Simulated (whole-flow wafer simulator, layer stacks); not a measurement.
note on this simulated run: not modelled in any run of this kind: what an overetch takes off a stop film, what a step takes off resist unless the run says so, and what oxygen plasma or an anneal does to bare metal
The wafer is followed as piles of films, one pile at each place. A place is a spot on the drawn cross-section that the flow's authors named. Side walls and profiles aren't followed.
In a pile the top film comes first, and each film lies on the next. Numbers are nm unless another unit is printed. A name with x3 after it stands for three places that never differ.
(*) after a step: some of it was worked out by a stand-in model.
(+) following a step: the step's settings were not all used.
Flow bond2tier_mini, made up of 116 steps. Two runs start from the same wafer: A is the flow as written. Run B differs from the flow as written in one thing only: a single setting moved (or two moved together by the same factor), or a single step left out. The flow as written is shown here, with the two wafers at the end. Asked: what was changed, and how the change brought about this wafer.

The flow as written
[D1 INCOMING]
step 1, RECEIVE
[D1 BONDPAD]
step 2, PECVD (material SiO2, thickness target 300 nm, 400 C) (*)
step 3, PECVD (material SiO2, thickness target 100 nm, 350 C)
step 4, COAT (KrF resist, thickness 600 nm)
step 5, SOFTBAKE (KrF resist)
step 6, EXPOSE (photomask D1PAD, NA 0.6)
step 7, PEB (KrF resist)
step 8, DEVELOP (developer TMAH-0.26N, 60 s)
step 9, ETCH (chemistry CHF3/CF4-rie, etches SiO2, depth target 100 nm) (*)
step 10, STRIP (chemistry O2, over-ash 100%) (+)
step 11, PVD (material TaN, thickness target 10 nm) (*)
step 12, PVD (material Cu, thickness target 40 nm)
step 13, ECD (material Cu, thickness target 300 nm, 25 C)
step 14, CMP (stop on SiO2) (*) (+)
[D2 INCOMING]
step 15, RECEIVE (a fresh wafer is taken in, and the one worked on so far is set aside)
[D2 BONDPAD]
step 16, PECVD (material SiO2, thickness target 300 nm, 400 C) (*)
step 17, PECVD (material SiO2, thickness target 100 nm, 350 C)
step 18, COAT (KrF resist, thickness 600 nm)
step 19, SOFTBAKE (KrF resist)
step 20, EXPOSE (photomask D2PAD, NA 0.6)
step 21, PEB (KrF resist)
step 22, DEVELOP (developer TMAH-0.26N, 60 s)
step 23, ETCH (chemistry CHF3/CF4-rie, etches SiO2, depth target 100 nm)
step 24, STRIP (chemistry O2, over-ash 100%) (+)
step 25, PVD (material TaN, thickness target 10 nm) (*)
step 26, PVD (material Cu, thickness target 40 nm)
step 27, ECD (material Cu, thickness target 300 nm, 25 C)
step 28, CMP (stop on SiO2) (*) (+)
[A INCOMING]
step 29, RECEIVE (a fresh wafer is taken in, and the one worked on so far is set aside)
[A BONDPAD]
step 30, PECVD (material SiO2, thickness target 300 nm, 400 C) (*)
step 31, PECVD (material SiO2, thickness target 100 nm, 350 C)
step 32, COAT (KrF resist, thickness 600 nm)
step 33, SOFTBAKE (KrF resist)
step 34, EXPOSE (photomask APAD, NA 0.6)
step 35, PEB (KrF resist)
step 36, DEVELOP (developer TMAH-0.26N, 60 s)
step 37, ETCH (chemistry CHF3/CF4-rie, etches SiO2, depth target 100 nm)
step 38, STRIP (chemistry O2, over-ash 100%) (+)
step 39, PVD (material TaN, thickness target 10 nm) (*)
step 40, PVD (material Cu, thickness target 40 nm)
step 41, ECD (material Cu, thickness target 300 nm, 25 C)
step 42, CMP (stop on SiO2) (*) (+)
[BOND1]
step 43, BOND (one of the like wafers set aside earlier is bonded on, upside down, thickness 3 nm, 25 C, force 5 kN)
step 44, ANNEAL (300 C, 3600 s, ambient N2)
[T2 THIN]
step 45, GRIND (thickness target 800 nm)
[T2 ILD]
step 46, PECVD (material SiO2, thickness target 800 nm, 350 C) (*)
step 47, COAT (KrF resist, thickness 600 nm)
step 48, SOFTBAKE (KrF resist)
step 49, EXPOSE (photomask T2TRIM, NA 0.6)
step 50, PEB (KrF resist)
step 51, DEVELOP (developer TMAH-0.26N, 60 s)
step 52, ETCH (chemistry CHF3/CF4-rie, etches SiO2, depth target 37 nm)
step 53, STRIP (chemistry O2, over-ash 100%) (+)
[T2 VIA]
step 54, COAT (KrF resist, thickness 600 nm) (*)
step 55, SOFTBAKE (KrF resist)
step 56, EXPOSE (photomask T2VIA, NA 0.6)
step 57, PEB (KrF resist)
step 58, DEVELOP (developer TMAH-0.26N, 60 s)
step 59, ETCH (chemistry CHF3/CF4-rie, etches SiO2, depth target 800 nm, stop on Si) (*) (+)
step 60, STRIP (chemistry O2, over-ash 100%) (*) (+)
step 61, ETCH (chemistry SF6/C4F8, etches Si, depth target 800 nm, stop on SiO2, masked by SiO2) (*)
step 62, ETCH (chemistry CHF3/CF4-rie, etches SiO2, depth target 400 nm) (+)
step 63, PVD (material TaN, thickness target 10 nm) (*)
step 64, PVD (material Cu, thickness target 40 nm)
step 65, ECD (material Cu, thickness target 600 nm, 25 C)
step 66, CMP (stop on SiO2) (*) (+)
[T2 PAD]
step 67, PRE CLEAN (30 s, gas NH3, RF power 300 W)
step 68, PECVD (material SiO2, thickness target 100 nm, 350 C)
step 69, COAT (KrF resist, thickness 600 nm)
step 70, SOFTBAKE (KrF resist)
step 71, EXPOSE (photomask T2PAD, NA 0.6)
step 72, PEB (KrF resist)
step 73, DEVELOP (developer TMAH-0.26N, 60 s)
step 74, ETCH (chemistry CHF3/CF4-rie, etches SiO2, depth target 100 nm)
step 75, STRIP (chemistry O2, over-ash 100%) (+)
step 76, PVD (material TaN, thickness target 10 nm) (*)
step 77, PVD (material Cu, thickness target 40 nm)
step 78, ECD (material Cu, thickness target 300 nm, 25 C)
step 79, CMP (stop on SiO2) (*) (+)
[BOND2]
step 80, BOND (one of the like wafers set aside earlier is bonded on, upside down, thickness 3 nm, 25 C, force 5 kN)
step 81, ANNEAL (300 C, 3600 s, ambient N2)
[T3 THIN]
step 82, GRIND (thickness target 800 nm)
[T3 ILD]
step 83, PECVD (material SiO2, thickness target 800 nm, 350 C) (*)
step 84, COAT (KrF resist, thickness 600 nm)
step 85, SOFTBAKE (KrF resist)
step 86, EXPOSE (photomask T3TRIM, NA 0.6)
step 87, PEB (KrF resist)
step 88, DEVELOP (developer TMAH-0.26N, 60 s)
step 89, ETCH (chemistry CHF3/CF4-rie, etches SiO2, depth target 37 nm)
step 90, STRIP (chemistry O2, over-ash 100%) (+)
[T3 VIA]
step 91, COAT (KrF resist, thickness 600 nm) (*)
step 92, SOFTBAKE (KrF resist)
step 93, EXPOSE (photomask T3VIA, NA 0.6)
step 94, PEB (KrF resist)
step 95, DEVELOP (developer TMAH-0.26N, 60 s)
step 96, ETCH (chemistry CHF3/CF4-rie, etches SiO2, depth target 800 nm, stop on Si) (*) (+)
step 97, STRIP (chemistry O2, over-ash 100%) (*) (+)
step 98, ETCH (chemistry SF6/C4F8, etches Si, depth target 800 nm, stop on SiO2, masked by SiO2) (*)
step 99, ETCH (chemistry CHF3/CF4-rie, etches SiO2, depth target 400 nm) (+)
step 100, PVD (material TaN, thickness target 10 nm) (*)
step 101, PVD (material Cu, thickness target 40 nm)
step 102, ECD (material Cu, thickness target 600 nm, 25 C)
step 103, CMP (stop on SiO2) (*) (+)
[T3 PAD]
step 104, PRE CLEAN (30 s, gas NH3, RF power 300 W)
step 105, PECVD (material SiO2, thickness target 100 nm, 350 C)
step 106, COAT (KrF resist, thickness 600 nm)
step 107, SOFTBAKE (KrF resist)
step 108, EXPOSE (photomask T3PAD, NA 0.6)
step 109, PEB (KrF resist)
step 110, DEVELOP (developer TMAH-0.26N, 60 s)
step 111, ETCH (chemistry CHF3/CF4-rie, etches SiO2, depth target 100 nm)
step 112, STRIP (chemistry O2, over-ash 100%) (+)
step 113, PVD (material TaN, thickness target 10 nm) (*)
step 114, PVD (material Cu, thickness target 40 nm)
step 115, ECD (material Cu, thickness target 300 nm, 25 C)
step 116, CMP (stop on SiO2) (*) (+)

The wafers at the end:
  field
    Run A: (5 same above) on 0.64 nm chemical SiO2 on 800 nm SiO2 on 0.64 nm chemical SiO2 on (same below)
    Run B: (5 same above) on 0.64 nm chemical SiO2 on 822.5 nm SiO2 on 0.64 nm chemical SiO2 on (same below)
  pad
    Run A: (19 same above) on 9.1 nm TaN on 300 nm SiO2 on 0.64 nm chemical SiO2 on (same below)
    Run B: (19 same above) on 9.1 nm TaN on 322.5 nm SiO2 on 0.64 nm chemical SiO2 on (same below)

The reason: step 31, PECVD: thickness target 122.5 nm was run, whereas the flow has thickness target 100 nm.

How this came from the change, step by step:
  step 31, PECVD (material SiO2, thickness target 100 nm, 350 C)
      field, pad, via: A +100 SiO2 | B +122.5 SiO2
